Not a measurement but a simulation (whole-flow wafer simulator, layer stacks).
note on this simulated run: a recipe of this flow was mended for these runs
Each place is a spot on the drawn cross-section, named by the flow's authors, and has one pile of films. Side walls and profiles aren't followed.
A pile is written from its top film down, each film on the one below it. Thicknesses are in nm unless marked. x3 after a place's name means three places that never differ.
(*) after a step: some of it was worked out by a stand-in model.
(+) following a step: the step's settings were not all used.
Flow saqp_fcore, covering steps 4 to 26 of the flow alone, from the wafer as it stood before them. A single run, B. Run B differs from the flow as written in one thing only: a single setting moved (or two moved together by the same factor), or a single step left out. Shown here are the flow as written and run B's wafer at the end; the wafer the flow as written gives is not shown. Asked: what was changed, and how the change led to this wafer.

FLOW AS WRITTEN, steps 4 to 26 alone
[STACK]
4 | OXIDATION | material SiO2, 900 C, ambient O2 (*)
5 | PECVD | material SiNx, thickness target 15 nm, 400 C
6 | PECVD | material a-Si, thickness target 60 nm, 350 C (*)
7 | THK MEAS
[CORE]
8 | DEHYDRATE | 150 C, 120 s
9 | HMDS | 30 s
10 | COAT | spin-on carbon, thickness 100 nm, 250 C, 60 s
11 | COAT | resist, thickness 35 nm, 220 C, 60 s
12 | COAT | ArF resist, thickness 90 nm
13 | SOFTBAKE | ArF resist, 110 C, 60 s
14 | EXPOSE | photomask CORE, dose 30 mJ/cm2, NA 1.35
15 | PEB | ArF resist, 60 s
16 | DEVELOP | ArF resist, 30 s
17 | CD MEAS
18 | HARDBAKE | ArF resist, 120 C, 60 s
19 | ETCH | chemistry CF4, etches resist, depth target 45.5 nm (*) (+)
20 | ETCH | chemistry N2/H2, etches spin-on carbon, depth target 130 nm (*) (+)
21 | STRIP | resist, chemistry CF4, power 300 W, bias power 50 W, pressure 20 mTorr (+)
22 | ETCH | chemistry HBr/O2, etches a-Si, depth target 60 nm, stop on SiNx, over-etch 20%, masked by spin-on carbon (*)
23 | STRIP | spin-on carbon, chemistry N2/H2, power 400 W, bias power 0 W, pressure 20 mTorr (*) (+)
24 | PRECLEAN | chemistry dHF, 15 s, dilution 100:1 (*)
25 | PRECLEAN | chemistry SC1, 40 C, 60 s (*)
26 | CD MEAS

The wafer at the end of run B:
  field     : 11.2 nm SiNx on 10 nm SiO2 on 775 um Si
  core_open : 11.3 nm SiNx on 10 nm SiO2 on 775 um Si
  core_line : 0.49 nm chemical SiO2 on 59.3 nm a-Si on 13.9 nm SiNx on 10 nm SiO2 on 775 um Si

Cause: step 5, PECVD: thickness target 13.9 nm was run, while the flow as written has thickness target 15 nm.
The wafer lets one read it off: core_line has SiNx 13.9, and step 5 as written asks for 15 nm.

Step by step, how the change led to this:
  5 | PECVD | material SiNx, thickness target 15 nm, 400 C
      field, core_open, core_line: +13.9 SiNx (new film) (as written it would have been: +15 SiNx (new film))
